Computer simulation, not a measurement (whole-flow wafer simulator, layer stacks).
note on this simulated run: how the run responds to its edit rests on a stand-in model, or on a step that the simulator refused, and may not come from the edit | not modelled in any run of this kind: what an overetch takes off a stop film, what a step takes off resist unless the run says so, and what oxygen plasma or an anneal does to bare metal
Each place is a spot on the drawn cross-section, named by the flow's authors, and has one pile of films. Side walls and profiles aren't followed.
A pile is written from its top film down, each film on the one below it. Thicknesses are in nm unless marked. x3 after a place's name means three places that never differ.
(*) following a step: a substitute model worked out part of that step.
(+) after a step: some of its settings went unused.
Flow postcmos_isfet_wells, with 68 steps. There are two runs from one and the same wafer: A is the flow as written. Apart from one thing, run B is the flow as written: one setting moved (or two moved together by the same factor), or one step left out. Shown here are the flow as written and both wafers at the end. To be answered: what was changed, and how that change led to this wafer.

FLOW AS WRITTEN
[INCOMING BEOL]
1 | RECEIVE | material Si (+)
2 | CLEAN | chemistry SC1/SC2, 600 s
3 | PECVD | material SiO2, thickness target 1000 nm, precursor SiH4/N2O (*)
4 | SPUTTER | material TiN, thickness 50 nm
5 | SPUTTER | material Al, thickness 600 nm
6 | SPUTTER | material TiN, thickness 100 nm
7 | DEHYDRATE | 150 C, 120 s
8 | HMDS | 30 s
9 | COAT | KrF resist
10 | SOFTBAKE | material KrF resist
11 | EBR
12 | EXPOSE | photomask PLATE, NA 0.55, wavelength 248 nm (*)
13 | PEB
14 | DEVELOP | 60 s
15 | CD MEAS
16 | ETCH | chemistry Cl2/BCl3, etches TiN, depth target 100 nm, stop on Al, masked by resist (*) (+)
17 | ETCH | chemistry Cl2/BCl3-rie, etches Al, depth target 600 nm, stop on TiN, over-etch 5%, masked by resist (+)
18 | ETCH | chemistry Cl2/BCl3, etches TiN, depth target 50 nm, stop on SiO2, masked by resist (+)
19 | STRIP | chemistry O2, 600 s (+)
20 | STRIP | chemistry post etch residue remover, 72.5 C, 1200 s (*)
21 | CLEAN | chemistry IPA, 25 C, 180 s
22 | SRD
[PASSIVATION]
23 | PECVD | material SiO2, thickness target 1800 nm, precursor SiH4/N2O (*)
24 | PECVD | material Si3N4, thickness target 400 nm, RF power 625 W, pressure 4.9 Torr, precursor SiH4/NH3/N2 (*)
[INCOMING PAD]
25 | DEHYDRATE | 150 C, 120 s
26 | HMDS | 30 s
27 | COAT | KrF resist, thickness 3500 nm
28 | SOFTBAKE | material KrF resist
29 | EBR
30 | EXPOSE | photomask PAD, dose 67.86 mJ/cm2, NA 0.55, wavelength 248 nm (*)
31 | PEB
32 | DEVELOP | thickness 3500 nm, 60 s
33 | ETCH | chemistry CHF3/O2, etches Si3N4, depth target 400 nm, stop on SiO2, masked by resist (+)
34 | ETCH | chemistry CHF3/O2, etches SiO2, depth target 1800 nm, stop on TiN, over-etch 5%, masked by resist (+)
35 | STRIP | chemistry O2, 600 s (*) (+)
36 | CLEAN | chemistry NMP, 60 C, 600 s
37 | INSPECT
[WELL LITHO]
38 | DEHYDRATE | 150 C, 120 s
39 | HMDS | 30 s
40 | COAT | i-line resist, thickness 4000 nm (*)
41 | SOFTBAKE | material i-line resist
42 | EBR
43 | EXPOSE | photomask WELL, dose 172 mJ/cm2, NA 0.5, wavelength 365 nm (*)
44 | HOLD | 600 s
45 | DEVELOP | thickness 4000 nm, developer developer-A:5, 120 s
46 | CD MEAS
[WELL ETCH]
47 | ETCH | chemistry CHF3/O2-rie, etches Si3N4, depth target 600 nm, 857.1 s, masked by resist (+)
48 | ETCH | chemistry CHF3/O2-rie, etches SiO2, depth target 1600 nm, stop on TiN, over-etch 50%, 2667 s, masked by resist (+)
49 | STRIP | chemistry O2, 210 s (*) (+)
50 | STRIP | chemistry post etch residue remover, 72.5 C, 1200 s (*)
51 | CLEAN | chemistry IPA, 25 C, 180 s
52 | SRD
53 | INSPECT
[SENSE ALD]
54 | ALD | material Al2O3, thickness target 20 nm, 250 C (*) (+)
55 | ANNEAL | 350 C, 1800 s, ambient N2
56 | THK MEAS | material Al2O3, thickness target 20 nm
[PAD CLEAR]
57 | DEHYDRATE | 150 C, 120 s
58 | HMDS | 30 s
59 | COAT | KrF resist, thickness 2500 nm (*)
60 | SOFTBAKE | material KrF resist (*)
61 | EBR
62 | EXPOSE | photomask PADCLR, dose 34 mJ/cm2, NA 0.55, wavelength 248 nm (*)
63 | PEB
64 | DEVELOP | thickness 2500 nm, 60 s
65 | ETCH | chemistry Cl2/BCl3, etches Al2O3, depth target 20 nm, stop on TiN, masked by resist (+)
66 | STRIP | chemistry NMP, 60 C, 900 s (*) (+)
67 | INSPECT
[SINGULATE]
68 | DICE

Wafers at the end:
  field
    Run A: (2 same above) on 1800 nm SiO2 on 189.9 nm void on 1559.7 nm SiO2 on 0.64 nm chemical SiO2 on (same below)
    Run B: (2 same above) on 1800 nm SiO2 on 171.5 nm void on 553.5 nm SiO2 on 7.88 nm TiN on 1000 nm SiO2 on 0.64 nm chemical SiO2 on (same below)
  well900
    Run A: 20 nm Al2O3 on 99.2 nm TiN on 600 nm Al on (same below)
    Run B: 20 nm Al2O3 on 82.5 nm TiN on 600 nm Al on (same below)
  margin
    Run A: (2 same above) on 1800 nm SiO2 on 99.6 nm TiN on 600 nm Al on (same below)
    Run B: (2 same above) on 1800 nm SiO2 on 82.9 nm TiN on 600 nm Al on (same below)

Cause: step 6, SPUTTER: thickness 83.3 nm was run, whereas the flow has thickness 100 nm; step 18, ETCH: depth target 41.7 nm was run, where the flow has depth target 50 nm.

Step by step, how the change led to this:
  6 | SPUTTER | material TiN, thickness 100 nm
      field, margin, well900 and 6 more: A TiN gains 100 (new film) | B TiN gains 83.3 (new film)
  16 | ETCH | chemistry Cl2/BCl3, etches TiN, depth target 100 nm, stop on Al, masked by resist (*) (+)
      field: A TiN loses 100 (all of it) | B TiN loses 83.3 (all of it)
  18 | ETCH | chemistry Cl2/BCl3, etches TiN, depth target 50 nm, stop on SiO2, masked by resist (+)
      field: A TiN loses 50 (all of it) | B TiN loses 41.7
      margin, well900, well1300, well2000, well3000, pad_rim, pad_clr, pad_open: A KrF resist loses 20 | B KrF resist loses 16.7
  23 | PECVD | material SiO2, thickness target 1800 nm, precursor SiH4/N2O (*)
      field: A SiO2 gains 1800 (new film), void gains 189.9 (new film), SiO2 gains 559.7 | B SiO2 gains 1800 (new film), void gains 171.5 (new film), SiO2 gains 553.5 (new film)
If metal films that touch count as one body, field has 1 body; the flow as written gives 0 bodies.
